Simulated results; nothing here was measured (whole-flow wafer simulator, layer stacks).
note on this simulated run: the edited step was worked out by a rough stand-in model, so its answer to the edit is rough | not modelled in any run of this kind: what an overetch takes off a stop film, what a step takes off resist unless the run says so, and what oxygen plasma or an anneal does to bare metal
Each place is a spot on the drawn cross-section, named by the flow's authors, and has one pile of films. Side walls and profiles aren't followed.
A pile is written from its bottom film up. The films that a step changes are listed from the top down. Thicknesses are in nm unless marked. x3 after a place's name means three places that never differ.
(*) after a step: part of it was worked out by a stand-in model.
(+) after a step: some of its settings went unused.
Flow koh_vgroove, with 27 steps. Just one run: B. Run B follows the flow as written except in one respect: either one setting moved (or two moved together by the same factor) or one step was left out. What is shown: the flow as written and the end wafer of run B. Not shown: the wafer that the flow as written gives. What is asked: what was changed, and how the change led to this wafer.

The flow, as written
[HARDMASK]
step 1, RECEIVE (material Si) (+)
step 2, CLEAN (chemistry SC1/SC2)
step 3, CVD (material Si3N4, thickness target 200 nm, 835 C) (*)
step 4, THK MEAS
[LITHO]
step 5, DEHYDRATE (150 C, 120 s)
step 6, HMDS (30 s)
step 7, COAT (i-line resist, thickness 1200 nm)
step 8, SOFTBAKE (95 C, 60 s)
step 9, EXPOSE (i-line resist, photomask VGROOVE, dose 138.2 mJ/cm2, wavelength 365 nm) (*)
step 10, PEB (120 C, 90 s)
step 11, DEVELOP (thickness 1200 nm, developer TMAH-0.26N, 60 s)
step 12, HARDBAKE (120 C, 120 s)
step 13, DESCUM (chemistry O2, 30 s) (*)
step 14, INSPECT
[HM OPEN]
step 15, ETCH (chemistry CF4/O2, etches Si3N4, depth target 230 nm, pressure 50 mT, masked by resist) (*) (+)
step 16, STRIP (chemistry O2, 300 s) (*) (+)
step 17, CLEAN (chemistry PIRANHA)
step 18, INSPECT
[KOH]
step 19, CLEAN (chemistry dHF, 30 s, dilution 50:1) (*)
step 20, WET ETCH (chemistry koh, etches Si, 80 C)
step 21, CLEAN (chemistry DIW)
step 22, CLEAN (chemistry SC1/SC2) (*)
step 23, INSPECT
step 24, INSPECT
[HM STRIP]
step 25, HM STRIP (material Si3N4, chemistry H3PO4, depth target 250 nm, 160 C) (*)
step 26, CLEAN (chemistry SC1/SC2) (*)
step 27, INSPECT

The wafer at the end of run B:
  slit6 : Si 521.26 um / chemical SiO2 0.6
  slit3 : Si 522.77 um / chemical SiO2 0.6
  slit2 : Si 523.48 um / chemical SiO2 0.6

The reason: step 15, ETCH: depth target 207 nm was run, whereas the flow has depth target 230 nm.

How this came from the change, step by step:
  step 15, ETCH (chemistry CF4/O2, etches Si3N4, depth target 230 nm, pressure 50 mT, masked by resist) (*) (+)
      slit3, slit2, slit6, slit20: Si3N4 loses 200 (all of it), chemical SiO2 loses 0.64 (all of it), Si loses 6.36 (as written it would have been: Si3N4 loses 200 (all of it), chemical SiO2 loses 0.64 (all of it), Si loses 29.4)
      field: i-line resist loses 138 (as written it would have been: i-line resist loses 153.3)
